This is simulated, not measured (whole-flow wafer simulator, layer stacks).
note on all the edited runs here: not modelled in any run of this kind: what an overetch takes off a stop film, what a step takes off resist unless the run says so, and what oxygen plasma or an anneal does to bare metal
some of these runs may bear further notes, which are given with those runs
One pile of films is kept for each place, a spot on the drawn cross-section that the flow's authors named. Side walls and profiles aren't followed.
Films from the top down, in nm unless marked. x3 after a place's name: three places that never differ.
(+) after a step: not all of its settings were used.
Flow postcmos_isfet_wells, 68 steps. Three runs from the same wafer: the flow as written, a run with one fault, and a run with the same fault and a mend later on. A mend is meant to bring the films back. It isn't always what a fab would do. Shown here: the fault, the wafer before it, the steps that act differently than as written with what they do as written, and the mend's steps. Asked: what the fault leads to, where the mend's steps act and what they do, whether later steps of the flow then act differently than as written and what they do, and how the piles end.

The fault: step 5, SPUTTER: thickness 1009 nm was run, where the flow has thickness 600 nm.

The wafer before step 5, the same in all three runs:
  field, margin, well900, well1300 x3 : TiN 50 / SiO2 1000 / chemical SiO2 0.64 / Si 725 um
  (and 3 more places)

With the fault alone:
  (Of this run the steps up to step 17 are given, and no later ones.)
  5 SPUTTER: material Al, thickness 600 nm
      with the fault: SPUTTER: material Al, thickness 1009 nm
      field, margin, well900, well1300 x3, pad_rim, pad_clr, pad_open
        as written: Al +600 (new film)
        with the fault: Al +1009 (new film)
  Later steps of the flow that act differently than as written:
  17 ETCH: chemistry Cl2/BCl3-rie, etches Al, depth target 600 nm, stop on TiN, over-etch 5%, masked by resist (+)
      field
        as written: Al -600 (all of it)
        with the fault: Al -600
  After step 17 the piles differ from the flow's by more than 2% or 0.5 nm, whichever is larger, at field, margin, well900, well1300 x3, pad_rim, pad_clr, pad_open.
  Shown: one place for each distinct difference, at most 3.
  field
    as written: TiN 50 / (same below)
    with the fault: Al 409 / TiN 50 / (same below)
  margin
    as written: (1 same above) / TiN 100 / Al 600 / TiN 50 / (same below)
    with the fault: (1 same above) / TiN 100 / Al 1009 / TiN 50 / (same below)

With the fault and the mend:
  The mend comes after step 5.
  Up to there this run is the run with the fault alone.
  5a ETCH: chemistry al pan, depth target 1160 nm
      field, margin, well900, well1300 x3, pad_rim, pad_clr, pad_open
        Al -1009 (all of it)
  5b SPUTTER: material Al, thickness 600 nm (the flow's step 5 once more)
      field, margin, well900, well1300 x3, pad_rim, pad_clr, pad_open
        Al +600 (new film)
  No later step of the flow acts differently than as written at any place that is followed.
  At the end the piles are the same as the flow's at every place that both follow.
